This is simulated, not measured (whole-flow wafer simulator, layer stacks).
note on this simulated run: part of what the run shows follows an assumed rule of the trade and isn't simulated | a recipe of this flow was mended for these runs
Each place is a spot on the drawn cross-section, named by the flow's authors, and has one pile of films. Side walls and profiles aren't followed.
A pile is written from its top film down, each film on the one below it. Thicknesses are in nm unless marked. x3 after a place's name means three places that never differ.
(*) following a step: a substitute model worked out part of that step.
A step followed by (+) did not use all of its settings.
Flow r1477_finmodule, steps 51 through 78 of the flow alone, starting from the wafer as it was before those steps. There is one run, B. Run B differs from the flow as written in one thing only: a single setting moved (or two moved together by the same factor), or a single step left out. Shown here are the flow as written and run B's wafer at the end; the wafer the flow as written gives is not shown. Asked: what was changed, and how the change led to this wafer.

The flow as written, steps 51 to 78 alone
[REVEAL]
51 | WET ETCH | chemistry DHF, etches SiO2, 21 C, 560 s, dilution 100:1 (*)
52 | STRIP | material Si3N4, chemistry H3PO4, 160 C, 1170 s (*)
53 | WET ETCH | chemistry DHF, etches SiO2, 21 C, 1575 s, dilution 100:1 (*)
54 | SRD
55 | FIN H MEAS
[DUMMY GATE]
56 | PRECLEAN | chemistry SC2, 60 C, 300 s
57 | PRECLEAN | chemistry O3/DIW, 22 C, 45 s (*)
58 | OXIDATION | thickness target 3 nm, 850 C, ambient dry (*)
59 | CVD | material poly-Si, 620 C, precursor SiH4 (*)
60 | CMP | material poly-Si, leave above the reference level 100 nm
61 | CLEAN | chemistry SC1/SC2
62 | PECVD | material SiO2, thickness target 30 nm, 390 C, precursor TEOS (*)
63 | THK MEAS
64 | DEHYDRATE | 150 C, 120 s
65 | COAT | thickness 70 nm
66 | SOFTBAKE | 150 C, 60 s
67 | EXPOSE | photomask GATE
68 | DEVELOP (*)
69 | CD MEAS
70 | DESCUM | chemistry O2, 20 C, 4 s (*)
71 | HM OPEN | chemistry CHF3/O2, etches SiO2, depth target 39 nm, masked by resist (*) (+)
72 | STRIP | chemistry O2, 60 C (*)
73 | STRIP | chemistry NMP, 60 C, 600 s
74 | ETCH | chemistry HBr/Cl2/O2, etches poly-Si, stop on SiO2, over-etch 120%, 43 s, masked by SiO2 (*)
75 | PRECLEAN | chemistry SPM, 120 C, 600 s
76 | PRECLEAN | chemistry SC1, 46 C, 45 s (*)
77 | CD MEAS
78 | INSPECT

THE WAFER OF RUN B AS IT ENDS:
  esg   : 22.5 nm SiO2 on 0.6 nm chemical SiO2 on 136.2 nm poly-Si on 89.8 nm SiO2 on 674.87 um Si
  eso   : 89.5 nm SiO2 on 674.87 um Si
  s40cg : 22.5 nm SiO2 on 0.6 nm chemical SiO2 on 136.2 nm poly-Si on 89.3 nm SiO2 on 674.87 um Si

What caused this: step 53, WET ETCH: 1378 s was run, whereas the flow has 1575 s.

The path from the change to this, step by step:
  53 | WET ETCH | chemistry DHF, etches SiO2, 21 C, 1575 s, dilution 100:1 (*)
      esg, e40sg, e100sg and 17 more: SiO2 loses 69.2 (as written it would have been: SiO2 loses 79.1)
      pad, padg: SiO2 loses 75 (as written it would have been: SiO2 loses 85.7)
  59 | CVD | material poly-Si, 620 C, precursor SiH4 (*)
      esg, e40sg, e100sg and 15 more: poly-Si gains 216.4 (new film) (as written it would have been: poly-Si gains 226.3 (new film))
      e200sg, e200so: poly-Si gains 209.4 (new film) (as written it would have been: poly-Si gains 219.2 (new film))
  60 | CMP | material poly-Si, leave above the reference level 100 nm
      pad, padg: poly-Si loses 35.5 (as written it would have been: poly-Si loses 24.8)
  74 | ETCH | chemistry HBr/Cl2/O2, etches poly-Si, stop on SiO2, over-etch 120%, 43 s, masked by SiO2 (*)
      eso, e40so, e100so and 7 more: chemical SiO2 loses 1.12 (all of it), poly-Si loses 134 (all of it), SiO2 loses 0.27 (as written it would have been: chemical SiO2 loses 1.12 (all of it), poly-Si loses 143.9 (all of it), SiO2 loses 0.22)
      pad: chemical SiO2 loses 1.12 (all of it), poly-Si loses 142.1 (all of it), SiO2 loses 0.22 (as written it would have been: chemical SiO2 loses 1.12 (all of it), poly-Si loses 152.8 (all of it), SiO2 loses 0.17)
